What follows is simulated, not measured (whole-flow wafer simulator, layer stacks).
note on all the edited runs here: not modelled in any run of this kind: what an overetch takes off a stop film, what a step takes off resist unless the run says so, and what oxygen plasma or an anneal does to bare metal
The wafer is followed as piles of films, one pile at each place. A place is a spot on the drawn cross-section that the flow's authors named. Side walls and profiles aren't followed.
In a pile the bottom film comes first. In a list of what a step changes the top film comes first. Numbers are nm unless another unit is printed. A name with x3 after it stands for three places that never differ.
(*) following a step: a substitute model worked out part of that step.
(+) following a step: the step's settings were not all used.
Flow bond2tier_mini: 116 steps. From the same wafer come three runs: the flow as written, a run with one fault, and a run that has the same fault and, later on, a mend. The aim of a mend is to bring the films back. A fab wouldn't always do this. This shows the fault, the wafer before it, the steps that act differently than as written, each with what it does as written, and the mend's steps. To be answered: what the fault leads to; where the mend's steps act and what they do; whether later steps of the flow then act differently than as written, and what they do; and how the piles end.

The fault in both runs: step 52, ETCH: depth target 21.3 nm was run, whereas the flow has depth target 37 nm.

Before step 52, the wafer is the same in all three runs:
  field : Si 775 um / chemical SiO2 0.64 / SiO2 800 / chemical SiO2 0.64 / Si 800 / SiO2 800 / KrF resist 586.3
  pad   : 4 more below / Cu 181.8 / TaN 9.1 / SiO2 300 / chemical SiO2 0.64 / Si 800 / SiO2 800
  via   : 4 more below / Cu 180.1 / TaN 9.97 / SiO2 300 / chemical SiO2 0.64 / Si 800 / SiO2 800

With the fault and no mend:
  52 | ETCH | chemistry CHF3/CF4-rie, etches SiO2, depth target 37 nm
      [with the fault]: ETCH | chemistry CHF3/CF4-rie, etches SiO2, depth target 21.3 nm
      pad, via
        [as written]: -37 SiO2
        [with the fault]: -21.3 SiO2
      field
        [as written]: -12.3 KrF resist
        [with the fault]: -7.1 KrF resist
  Later steps of the flow acting differently than as written (not shown: 5 more steps that differ only slightly, by at most 2% or 0.5 nm, whichever is larger):
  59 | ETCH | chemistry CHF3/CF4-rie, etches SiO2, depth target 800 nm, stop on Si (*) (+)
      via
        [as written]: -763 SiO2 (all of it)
        [with the fault]: -778.7 SiO2 (all of it)
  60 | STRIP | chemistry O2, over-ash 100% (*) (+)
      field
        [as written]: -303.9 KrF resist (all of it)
        [with the fault]: -310.6 KrF resist (all of it)
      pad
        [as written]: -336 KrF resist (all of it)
        [with the fault]: -329 KrF resist (all of it)
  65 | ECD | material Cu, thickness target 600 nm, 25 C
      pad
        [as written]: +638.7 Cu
        [with the fault]: +622.2 Cu
  The piles end different from the flow's at pad by more than 2% or 0.5 nm, whichever is larger.
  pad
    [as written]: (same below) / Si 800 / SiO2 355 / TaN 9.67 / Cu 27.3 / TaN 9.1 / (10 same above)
    [with the fault]: (same below) / Si 800 / SiO2 370.7 / TaN 9.81 / Cu 11.5 / TaN 9.1 / (10 same above)

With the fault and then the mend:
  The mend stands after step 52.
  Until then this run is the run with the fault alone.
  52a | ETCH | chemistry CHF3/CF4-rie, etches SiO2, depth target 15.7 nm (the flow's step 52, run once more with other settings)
      pad, via
        -15.7 SiO2
      field
        -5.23 KrF resist
  None of the later steps of the flow acts differently than as written at any place that is followed.
  The piles end the same as the flow's at every place that both follow.
